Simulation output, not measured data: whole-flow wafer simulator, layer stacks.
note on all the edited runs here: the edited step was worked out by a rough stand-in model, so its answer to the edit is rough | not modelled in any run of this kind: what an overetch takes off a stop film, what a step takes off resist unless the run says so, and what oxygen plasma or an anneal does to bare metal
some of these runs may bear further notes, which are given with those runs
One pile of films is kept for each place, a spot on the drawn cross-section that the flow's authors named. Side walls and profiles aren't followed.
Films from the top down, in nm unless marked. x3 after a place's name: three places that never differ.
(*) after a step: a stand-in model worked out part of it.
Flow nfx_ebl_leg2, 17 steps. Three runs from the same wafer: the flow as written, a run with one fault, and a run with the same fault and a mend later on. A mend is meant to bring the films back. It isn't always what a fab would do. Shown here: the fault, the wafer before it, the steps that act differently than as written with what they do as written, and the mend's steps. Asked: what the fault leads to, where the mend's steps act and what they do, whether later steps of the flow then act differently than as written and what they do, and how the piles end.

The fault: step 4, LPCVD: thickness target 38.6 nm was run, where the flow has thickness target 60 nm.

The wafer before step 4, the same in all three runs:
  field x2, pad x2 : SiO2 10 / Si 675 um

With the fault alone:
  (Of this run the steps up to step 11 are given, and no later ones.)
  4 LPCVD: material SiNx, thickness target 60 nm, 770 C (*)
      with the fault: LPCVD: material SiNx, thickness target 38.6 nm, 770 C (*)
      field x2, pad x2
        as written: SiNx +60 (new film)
        with the fault: SiNx +38.6 (new film)
  No later step of the flow up to step 11 acts differently than as written at any place that is followed.
  After step 11 the piles differ from the flow's by more than 2% or 0.5 nm, whichever is larger, at field x2, pad x2.
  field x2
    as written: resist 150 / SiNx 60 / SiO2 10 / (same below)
    with the fault: resist 150 / SiNx 38.6 / SiO2 10 / (same below)
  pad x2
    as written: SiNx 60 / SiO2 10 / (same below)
    with the fault: SiNx 38.6 / SiO2 10 / (same below)

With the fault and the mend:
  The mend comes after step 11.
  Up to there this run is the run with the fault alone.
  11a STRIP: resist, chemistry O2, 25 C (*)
      field x2
        resist -150 (all of it)
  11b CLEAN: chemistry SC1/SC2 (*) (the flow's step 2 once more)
      changes no film at any place that is followed
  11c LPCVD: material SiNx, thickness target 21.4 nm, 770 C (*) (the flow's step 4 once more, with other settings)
      field x2, pad x2
        SiNx +21.4
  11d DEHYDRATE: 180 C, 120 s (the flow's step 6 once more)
      changes no film at any place that is followed
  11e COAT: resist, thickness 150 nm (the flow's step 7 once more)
      field x2, pad x2
        resist +150 (new film)
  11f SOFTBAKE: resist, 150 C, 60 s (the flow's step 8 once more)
      changes no film at any place that is followed
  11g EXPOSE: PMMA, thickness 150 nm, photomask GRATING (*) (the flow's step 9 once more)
      changes no film at any place that is followed
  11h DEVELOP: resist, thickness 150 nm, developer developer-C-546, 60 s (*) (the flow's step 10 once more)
      pad x2
        resist -150 (all of it)
  No later step of the flow acts differently than as written at any place that is followed.
  At the end the piles are the same as the flow's at every place that both follow.
